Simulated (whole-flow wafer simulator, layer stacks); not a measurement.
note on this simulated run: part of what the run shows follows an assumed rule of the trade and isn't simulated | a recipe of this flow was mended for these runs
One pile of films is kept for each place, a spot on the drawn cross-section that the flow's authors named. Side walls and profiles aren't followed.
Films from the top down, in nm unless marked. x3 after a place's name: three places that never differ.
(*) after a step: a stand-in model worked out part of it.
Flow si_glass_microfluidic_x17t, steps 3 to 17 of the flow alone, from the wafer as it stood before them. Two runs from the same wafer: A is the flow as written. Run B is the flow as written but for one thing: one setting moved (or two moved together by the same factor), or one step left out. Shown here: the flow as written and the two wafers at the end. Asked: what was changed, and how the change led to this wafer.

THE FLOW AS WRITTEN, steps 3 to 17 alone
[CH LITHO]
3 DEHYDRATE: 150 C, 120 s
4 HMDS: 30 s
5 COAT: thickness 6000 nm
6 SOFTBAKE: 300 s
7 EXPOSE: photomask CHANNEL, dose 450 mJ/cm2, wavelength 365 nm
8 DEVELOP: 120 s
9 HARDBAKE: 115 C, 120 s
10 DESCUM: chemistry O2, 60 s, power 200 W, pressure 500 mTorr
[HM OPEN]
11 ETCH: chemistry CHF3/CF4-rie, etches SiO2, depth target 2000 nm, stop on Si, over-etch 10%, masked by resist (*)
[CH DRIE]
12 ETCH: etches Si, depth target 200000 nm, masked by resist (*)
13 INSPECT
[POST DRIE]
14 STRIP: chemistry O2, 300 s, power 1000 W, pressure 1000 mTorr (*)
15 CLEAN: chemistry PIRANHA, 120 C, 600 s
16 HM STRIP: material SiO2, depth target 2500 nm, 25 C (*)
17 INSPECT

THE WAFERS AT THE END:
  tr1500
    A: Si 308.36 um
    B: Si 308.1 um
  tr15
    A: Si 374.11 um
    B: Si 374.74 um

The cause: step 5, COAT: thickness 7800 nm was run, where the flow has thickness 6000 nm.

How the change led to this, step by step:
  5 COAT: thickness 6000 nm
      land, tr110, tr1500, tr15: A thick-i-line-resist +6000 (new film) | B thick-i-line-resist +7800 (new film)
  8 DEVELOP: 120 s
      tr110, tr1500, tr15: A thick-i-line-resist -6000 (all of it) | B thick-i-line-resist -7800 (all of it)
  9 HARDBAKE: 115 C, 120 s
      land: A thick-i-line-resist -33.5 | B thick-i-line-resist -49.1
  12 ETCH: etches Si, depth target 200000 nm, masked by resist (*)
      tr1500: A Si -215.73 um | B Si -215.99 um
      tr15: A Si -149.99 um | B Si -149.36 um
  14 STRIP: chemistry O2, 300 s, power 1000 W, pressure 1000 mTorr (*)
      land: A thick-i-line-resist -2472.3 (all of it) | B thick-i-line-resist -4253.5 (all of it)
